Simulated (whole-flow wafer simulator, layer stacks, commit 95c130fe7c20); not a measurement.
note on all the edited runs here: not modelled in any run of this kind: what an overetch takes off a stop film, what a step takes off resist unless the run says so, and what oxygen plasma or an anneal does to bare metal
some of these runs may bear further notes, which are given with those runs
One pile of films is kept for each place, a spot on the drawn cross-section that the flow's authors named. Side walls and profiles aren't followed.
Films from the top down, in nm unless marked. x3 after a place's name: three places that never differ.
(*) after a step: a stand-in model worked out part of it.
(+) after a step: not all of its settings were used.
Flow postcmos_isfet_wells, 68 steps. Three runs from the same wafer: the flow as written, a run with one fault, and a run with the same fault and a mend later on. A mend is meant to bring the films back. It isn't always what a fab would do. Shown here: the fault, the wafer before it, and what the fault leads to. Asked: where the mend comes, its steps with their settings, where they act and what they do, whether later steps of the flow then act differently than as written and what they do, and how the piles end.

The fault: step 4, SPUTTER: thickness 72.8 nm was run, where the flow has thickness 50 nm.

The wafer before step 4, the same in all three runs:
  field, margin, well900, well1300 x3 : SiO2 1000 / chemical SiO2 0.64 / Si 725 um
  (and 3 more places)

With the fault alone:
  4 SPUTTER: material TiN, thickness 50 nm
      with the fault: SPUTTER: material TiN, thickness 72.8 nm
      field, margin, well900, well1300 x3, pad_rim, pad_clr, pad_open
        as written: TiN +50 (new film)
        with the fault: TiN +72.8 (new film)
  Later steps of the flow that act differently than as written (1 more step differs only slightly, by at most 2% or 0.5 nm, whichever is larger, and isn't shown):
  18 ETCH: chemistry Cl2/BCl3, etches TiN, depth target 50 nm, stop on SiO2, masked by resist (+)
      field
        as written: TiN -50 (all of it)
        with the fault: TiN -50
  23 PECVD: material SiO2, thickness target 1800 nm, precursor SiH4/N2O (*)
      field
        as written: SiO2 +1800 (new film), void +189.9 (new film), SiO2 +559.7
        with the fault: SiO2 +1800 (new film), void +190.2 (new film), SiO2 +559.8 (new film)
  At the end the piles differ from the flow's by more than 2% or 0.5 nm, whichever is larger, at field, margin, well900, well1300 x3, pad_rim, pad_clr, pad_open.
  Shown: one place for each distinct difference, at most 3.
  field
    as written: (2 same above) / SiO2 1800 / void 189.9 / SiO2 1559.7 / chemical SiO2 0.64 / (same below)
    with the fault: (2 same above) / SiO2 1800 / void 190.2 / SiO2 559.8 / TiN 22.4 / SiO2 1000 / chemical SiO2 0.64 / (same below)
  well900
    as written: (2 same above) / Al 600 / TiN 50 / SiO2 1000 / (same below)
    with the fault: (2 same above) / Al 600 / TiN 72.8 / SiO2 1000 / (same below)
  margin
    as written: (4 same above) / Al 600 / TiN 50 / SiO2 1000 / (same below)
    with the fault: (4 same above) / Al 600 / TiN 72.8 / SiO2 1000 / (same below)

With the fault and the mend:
  The mend comes after step 4.
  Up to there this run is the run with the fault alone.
  4a ETCH: chemistry peroxide tin strip, depth target 22.8 nm
      field, margin, well900, well1300 x3, pad_rim, pad_clr, pad_open
        TiN -22.8
  No later step of the flow acts differently than as written at any place that is followed.
  At the end the piles are the same as the flow's at every place that both follow.
